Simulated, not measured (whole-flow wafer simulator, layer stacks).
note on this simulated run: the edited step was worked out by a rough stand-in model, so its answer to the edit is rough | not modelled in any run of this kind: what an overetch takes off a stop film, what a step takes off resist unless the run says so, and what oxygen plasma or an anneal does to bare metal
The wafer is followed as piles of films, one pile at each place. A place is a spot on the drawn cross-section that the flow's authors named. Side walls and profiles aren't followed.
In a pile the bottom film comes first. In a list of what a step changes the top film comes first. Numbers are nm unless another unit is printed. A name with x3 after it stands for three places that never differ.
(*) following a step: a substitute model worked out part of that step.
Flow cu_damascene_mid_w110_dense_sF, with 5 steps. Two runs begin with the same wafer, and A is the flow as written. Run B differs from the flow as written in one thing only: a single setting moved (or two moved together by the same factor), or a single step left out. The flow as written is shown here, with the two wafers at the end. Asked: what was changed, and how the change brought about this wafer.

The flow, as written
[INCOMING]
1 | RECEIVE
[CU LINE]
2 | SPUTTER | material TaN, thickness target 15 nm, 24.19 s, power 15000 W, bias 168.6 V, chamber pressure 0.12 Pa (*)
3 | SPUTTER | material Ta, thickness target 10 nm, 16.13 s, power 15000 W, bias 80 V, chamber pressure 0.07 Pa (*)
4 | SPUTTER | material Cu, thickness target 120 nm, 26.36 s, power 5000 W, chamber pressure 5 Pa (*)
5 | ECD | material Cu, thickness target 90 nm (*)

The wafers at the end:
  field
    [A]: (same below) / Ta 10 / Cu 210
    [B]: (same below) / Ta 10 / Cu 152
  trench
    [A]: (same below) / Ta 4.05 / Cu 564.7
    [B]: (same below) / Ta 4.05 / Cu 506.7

What caused this: step 5, ECD: thickness target 32 nm was run, while the flow as written has thickness target 90 nm.

The path from the change to this, step by step:
  5 | ECD | material Cu, thickness target 90 nm (*)
      field: A Cu gains 90 | B Cu gains 32
      trench: A Cu gains 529 | B Cu gains 471
